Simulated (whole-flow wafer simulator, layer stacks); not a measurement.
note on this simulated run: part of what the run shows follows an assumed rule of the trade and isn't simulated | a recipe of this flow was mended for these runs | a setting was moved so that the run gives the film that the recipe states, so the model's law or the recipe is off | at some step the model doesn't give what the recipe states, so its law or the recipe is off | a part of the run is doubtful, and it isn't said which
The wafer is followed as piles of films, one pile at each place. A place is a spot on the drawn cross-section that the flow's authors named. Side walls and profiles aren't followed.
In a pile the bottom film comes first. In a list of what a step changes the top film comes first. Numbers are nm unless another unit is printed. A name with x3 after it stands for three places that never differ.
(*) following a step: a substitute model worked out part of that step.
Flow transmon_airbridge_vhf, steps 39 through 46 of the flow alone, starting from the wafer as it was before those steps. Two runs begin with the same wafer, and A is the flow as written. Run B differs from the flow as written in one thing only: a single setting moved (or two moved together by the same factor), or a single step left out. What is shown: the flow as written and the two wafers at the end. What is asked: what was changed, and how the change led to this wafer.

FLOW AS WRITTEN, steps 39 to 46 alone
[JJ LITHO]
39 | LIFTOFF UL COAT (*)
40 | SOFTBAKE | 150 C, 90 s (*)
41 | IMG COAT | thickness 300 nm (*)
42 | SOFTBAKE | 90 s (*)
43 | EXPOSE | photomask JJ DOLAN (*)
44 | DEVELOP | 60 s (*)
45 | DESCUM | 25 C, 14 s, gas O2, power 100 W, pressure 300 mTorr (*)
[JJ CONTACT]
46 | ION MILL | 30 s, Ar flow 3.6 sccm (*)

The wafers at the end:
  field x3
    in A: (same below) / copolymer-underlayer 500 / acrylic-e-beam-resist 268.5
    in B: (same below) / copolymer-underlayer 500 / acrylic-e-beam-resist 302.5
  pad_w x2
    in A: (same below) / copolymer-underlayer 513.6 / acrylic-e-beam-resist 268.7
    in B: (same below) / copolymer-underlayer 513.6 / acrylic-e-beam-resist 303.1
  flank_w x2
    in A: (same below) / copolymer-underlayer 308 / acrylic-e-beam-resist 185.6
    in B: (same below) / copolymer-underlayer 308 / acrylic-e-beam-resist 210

What caused this: step 41, IMG COAT: thickness 336 nm was run, while the flow as written has thickness 300 nm; step 46, ION MILL: 33.6 s was run, where the flow has 30 s.

Step by step, how the change led to this:
  41 | IMG COAT | thickness 300 nm (*)
      field x3, jj_line, ground_far x3: A +300 acrylic-e-beam-resist (new film) | B +336 acrylic-e-beam-resist (new film)
      pad_w x2: A +300.2 acrylic-e-beam-resist (new film) | B +336.6 acrylic-e-beam-resist (new film)
      (as well as at 8 more places)
  44 | DEVELOP | 60 s (*)
      jj_line: A -300 acrylic-e-beam-resist (all of it), -500 copolymer-underlayer (all of it) | B -336 acrylic-e-beam-resist (all of it), -500 copolymer-underlayer (all of it)
  46 | ION MILL | 30 s, Ar flow 3.6 sccm (*)
      field x3, ground_far x3, pad_w x2, flank_w x2, gap_w x2, cpw_trace, margin_s x2, bridge_strip: A -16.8 acrylic-e-beam-resist | B -18.8 acrylic-e-beam-resist
      jj_line: A -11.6 Si | B -13 Si
